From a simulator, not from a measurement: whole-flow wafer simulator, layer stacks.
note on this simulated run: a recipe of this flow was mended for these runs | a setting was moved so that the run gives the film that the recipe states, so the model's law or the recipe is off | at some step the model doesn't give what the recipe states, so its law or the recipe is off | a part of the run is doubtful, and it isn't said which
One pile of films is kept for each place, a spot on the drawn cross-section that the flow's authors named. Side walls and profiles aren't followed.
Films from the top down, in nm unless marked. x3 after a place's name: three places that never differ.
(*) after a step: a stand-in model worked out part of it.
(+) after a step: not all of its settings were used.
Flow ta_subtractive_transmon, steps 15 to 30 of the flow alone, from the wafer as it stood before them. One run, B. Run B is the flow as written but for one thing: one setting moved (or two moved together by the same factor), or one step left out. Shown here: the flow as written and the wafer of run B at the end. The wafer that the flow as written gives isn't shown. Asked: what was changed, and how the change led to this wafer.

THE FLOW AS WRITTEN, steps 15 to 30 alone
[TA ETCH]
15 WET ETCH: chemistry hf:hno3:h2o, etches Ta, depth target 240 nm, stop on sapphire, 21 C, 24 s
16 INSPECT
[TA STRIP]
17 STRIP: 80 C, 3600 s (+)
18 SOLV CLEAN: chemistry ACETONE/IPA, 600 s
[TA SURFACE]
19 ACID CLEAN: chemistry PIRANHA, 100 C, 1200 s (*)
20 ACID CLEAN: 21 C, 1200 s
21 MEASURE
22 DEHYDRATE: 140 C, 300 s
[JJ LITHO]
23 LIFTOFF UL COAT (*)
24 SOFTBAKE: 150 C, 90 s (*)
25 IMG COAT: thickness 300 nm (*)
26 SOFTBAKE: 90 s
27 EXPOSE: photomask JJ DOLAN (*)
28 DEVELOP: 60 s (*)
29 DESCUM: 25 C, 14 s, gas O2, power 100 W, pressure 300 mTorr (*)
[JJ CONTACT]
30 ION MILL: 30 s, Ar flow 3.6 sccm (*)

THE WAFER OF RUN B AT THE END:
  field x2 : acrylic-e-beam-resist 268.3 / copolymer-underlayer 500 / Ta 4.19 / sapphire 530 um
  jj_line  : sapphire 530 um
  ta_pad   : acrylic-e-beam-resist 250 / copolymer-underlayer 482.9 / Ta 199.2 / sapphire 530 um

The cause: step 15, WET ETCH: depth target 195 nm was run, where the flow has depth target 240 nm; step 15, WET ETCH: 19.5 s was run, where the flow has 24 s.

How the change led to this, step by step:
  15 WET ETCH: chemistry hf:hno3:h2o, etches Ta, depth target 240 nm, stop on sapphire, 21 C, 24 s
      field x2, jj_line, lead: Ta -195 (as written it would be: Ta -199.7 (all of it))
  30 ION MILL: 30 s, Ar flow 3.6 sccm (*)
      jj_line, lead: Ta -4.19 (all of it), sapphire -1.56 (as written it would be: sapphire -2.8)
Counting metal films that touch as one body, field x2 has 1 body; the flow as written gives 0 bodies.
